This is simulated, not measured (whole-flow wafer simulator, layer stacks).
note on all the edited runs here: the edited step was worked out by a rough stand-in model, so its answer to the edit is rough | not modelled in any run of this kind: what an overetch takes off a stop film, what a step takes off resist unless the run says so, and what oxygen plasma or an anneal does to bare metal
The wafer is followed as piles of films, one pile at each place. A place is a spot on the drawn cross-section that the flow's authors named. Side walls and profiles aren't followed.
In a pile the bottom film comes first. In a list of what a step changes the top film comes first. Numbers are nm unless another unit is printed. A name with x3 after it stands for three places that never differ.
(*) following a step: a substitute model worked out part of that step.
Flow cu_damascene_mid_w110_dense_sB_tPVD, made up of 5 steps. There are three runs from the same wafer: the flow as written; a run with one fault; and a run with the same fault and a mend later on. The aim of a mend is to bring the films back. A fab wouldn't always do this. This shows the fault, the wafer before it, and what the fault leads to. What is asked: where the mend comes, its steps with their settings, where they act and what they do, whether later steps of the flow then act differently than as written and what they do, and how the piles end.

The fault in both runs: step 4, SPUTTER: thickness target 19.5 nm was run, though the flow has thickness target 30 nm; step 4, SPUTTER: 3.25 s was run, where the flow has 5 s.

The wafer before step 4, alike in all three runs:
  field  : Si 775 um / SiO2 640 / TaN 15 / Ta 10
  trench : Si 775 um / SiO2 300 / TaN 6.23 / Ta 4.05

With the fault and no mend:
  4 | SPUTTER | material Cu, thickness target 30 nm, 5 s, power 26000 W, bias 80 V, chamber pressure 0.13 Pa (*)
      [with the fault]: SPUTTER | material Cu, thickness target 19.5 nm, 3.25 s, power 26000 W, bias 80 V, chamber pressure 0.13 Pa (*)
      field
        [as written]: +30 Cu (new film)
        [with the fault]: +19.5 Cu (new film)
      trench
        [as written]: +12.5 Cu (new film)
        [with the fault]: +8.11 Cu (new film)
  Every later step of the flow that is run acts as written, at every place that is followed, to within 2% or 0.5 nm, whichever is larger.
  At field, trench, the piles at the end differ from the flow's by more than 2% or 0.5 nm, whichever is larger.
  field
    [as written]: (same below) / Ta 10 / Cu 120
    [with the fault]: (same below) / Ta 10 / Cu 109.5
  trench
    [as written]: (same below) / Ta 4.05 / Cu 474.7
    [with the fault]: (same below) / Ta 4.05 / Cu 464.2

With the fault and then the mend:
  After step 4 comes the mend.
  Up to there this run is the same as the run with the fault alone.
  4a | SPUTTER | material Cu, thickness target 10.5 nm, 1.75 s, power 26000 W, bias 80 V, chamber pressure 0.13 Pa (*) (a further turn of the flow's step 4, with different settings)
      field
        +10.5 Cu
      trench
        +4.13 Cu
  Every later step of the flow that is run acts as written, at every place that is followed, to within 2% or 0.5 nm, whichever is larger.
  By the end, the piles equal the flow's at every place that both follow.
